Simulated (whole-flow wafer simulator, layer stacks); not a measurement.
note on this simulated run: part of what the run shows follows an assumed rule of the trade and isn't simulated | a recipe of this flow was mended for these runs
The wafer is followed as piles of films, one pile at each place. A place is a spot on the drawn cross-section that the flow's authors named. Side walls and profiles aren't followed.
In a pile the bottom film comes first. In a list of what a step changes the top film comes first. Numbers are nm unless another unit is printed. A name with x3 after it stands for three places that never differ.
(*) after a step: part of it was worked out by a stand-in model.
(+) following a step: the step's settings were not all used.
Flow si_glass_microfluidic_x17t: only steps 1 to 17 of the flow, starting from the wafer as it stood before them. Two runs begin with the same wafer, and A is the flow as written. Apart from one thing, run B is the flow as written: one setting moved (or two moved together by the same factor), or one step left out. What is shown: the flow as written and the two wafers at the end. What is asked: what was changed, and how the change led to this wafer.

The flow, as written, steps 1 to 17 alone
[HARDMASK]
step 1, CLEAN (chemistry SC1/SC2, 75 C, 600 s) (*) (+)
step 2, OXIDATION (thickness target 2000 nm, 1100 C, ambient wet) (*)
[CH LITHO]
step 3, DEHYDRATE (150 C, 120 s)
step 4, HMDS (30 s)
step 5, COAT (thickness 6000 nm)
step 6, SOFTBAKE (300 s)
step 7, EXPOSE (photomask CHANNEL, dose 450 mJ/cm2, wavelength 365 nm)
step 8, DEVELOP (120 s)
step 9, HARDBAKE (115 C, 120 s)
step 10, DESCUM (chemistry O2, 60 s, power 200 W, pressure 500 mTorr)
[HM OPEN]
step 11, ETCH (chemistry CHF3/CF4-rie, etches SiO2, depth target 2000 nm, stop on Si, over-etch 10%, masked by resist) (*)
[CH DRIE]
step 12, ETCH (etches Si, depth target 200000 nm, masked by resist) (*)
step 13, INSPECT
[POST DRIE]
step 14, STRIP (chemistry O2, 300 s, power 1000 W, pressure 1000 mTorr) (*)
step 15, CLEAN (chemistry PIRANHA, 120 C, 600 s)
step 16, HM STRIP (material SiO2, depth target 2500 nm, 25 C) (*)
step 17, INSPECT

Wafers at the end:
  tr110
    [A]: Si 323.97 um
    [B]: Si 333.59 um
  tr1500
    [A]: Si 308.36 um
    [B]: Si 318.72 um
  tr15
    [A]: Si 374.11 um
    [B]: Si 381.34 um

Cause: step 11, ETCH: depth target 1760 nm was run, though the flow has depth target 2000 nm.

How this came from the change, step by step:
  step 11, ETCH (chemistry CHF3/CF4-rie, etches SiO2, depth target 2000 nm, stop on Si, over-etch 10%, masked by resist) (*)
      tr110, tr1500, tr15: A -2000 SiO2 (all of it), -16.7 Si | B -1936 SiO2
      land: A -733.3 thick-i-line-resist | B -645.3 thick-i-line-resist
  step 12, ETCH (etches Si, depth target 200000 nm, masked by resist) (*)
      tr110: A -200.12 um Si | B -64 SiO2 (all of it), -190.52 um Si
      tr1500: A -215.73 um Si | B -64 SiO2 (all of it), -205.39 um Si
      (also at 1 further place)
  step 14, STRIP (chemistry O2, 300 s, power 1000 W, pressure 1000 mTorr) (*)
      land: A -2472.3 thick-i-line-resist (all of it) | B -2560.2 thick-i-line-resist (all of it)
